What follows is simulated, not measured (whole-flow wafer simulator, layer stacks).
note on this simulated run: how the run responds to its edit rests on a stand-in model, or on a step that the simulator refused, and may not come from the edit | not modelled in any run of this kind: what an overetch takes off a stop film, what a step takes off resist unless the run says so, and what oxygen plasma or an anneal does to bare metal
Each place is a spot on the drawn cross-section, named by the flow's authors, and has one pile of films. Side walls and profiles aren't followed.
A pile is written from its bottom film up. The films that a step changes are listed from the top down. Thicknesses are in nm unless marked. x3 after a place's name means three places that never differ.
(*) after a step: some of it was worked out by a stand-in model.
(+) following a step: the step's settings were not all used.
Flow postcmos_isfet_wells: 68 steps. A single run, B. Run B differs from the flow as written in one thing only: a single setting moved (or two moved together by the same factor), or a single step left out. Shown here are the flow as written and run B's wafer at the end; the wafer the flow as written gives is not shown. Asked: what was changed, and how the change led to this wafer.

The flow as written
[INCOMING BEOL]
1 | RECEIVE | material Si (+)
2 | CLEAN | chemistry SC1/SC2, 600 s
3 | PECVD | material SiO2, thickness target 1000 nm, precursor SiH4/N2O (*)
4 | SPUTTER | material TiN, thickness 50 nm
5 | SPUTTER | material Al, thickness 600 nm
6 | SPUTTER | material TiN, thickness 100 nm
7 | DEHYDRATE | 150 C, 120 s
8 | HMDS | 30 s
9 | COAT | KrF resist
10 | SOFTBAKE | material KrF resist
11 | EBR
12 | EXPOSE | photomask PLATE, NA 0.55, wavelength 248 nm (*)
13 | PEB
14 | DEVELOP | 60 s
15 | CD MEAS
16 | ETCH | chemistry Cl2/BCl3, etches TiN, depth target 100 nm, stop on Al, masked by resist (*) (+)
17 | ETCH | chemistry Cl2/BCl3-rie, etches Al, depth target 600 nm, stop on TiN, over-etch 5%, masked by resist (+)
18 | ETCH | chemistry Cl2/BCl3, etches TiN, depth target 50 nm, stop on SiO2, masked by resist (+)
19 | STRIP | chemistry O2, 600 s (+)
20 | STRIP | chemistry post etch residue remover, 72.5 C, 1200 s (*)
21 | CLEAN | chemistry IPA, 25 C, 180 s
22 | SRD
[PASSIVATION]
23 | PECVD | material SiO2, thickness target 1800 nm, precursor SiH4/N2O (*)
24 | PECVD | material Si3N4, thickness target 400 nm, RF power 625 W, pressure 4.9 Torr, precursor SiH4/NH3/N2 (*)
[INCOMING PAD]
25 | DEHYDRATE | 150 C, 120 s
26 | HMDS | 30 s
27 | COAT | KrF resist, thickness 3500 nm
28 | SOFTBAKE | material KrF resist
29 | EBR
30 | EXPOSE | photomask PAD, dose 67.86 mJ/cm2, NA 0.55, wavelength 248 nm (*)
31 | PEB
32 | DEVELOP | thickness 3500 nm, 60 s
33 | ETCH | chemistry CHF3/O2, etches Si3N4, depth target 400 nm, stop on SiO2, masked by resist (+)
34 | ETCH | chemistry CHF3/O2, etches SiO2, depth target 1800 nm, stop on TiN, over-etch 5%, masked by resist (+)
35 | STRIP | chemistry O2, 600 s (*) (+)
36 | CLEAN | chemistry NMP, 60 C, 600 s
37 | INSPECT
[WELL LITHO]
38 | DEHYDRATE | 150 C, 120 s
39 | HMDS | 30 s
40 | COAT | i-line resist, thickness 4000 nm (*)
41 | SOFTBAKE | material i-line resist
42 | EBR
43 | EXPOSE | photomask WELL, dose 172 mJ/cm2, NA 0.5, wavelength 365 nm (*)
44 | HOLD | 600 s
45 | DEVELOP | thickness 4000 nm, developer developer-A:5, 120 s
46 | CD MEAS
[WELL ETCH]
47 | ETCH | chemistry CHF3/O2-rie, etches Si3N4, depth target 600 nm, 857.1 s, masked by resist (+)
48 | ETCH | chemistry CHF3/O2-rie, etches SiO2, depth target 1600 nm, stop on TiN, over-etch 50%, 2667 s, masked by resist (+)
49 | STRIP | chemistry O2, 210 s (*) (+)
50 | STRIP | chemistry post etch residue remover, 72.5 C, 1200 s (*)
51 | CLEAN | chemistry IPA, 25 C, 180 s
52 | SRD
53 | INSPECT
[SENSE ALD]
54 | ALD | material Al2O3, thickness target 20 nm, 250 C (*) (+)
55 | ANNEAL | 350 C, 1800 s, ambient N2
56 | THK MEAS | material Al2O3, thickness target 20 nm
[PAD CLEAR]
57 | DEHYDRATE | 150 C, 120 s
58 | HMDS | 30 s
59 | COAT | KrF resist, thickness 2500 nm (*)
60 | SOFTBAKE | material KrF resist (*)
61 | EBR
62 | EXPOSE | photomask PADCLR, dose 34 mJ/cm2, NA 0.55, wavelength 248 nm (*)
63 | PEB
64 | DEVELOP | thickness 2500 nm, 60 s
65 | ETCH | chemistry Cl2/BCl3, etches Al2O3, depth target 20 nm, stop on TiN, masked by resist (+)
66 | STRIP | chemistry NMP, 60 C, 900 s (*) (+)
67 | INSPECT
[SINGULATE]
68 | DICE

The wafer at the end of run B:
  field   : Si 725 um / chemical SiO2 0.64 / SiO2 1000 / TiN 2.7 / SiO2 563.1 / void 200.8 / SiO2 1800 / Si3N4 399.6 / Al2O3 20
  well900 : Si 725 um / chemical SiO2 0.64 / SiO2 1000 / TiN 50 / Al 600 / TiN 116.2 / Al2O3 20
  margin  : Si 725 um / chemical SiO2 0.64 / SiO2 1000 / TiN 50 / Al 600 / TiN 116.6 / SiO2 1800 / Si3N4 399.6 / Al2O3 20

The reason: step 6, SPUTTER: thickness 117 nm was run, though the flow has thickness 100 nm; step 18, ETCH: depth target 58.3 nm was run, where the flow has depth target 50 nm.

The path from the change to this, step by step:
  6 | SPUTTER | material TiN, thickness 100 nm
      field, margin, well900 and 6 more: +117 TiN (new film) (it would be, as written: +100 TiN (new film))
  16 | ETCH | chemistry Cl2/BCl3, etches TiN, depth target 100 nm, stop on Al, masked by resist (*) (+)
      field: -100 TiN (it would be, as written: -100 TiN (all of it))
  17 | ETCH | chemistry Cl2/BCl3-rie, etches Al, depth target 600 nm, stop on TiN, over-etch 5%, masked by resist (+)
      field: -17 TiN (all of it), -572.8 Al (it would be, as written: -600 Al (all of it))
  18 | ETCH | chemistry Cl2/BCl3, etches TiN, depth target 50 nm, stop on SiO2, masked by resist (+)
      field: -27.2 Al (all of it), -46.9 TiN (it would be, as written: -50 TiN (all of it))
      margin, well900, well1300, well2000, well3000, pad_rim, pad_clr, pad_open: -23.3 KrF resist (it would be, as written: -20 KrF resist)
  23 | PECVD | material SiO2, thickness target 1800 nm, precursor SiH4/N2O (*)
      field: +1800 SiO2 (new film), +200.8 void (new film), +563.1 SiO2 (new film) (it would be, as written: +1800 SiO2 (new film), +189.9 void (new film), +559.7 SiO2)
With metal films that touch counted as one body, field has 1 body; the flow as written gives 0 bodies.
